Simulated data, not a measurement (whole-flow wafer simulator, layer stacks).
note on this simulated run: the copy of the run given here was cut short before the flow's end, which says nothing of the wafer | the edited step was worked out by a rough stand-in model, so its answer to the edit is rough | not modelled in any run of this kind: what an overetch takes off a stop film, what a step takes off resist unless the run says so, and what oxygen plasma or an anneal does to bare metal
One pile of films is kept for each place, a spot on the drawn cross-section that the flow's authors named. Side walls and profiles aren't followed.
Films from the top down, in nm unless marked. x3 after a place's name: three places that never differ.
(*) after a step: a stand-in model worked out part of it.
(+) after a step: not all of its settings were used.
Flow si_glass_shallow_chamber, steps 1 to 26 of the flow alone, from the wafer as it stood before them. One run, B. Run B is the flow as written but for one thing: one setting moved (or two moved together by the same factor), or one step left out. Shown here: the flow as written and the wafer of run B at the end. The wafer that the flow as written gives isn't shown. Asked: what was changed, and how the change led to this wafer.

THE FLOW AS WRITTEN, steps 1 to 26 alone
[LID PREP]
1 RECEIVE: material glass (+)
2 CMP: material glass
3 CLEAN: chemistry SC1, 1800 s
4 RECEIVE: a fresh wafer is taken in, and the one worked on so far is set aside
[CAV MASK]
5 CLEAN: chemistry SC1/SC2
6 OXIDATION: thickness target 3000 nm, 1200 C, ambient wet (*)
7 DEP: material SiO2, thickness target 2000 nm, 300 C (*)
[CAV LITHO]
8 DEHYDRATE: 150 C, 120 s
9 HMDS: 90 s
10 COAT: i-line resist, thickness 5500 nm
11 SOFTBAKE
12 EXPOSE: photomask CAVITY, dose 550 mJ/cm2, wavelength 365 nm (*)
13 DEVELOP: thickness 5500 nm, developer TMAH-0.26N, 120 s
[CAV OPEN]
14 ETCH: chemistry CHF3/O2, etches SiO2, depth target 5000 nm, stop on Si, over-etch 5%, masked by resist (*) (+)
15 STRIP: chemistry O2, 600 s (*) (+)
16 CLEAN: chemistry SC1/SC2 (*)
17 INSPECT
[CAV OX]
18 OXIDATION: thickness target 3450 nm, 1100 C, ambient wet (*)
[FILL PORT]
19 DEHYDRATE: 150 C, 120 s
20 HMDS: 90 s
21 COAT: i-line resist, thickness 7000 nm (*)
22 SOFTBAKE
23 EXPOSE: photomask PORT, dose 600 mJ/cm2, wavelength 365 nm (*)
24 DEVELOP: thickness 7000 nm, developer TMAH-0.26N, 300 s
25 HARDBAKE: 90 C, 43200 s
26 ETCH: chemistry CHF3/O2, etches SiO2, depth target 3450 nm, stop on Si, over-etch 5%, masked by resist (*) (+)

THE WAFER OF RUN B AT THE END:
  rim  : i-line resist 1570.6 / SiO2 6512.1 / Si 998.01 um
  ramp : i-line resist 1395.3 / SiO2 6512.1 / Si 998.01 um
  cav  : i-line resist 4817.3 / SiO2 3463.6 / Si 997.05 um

The cause: step 6, OXIDATION: thickness target 3483 nm was run, where the flow has thickness target 3000 nm.

How the change led to this, step by step:
  6 OXIDATION: thickness target 3000 nm, 1200 C, ambient wet (*)
      rim, ramp, cav, port, septum, ring: SiO2 +3483 (new film), chemical SiO2 -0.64 (all of it), Si -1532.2 (as written it would be: SiO2 +3000 (new film), chemical SiO2 -0.64 (all of it), Si -1319.7)
  14 ETCH: chemistry CHF3/O2, etches SiO2, depth target 5000 nm, stop on Si, over-etch 5%, masked by resist (*) (+)
      cav, port: SiO2 -5250 (as written it would be: SiO2 -5000 (all of it), Si -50)
  15 STRIP: chemistry O2, 600 s (*) (+)
      cav, port: nothing (as written it would be: chemical SiO2 +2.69 (new film), Si -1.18)
  18 OXIDATION: thickness target 3450 nm, 1100 C, ambient wet (*)
      cav, port: SiO2 +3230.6, Si -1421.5 (as written it would be: SiO2 +3450 (new film), chemical SiO2 -2.69 (all of it), Si -1516.8)
      rim, ramp, septum, ring: SiO2 +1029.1, Si -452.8 (as written it would be: SiO2 +1109.8, Si -488.3)
  21 COAT: i-line resist, thickness 7000 nm (*)
      ramp: i-line resist +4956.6 (new film) (as written it would be: i-line resist +5087.8 (new film))
  22 SOFTBAKE
      rim: i-line resist -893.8 (as written it would be: i-line resist -849)
      ramp: i-line resist -466.8 (as written it would be: i-line resist -434.5)
      (and at 3 more places)
  25 HARDBAKE: 90 C, 43200 s
      rim: i-line resist -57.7 (as written it would be: i-line resist -62.5)
      ramp: i-line resist -51.7 (as written it would be: i-line resist -57.1)
  26 ETCH: chemistry CHF3/O2, etches SiO2, depth target 3450 nm, stop on Si, over-etch 5%, masked by resist (*) (+)
      port: SiO2 -3463.6 (all of it), Si -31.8 (as written it would be: SiO2 -3450 (all of it), Si -34.5)
